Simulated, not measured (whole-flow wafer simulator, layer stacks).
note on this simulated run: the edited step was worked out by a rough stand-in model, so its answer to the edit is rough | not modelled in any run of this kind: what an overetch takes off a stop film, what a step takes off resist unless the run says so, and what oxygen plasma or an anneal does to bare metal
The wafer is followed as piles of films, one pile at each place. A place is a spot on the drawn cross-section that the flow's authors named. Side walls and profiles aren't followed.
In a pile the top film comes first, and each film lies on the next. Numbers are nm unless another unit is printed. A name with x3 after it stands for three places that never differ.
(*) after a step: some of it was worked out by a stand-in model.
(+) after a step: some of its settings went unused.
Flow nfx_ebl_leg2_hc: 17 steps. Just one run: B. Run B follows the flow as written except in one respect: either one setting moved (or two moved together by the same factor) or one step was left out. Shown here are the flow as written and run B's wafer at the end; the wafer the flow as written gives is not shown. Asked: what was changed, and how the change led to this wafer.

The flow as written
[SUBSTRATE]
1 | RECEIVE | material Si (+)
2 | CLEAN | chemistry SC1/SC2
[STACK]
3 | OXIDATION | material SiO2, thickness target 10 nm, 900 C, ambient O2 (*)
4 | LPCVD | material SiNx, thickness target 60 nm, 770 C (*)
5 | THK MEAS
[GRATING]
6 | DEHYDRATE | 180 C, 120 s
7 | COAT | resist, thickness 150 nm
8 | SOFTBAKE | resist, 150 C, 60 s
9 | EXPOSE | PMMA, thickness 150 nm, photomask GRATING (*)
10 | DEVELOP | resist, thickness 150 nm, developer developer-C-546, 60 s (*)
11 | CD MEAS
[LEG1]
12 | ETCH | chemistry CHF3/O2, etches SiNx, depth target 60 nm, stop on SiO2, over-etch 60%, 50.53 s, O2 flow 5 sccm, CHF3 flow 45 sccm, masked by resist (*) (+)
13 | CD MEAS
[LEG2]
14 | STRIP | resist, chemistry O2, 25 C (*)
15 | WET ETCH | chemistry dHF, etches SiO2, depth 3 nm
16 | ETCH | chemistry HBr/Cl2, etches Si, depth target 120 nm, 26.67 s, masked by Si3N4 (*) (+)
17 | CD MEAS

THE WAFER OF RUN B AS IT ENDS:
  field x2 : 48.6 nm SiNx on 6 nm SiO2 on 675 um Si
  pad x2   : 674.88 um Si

The reason: step 3, OXIDATION: thickness target 6 nm was run, though the flow has thickness target 10 nm.
The wafer itself shows it: field x2 has SiO2 6, and step 3 as written asks for 10 nm.

Step by step, how the change led to this:
  3 | OXIDATION | material SiO2, thickness target 10 nm, 900 C, ambient O2 (*)
      field x2, pad x2: +6 SiO2 (new film), -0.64 chemical SiO2 (all of it), -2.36 Si (as written it would have been: +10 SiO2 (new film), -0.64 chemical SiO2 (all of it), -4.12 Si)
  12 | ETCH | chemistry CHF3/O2, etches SiNx, depth target 60 nm, stop on SiO2, over-etch 60%, 50.53 s, O2 flow 5 sccm, CHF3 flow 45 sccm, masked by resist (*) (+)
      pad x2: -60 SiNx (all of it), -6 SiO2 (all of it) (as written it would have been: -60 SiNx (all of it), -10 SiO2 (all of it))
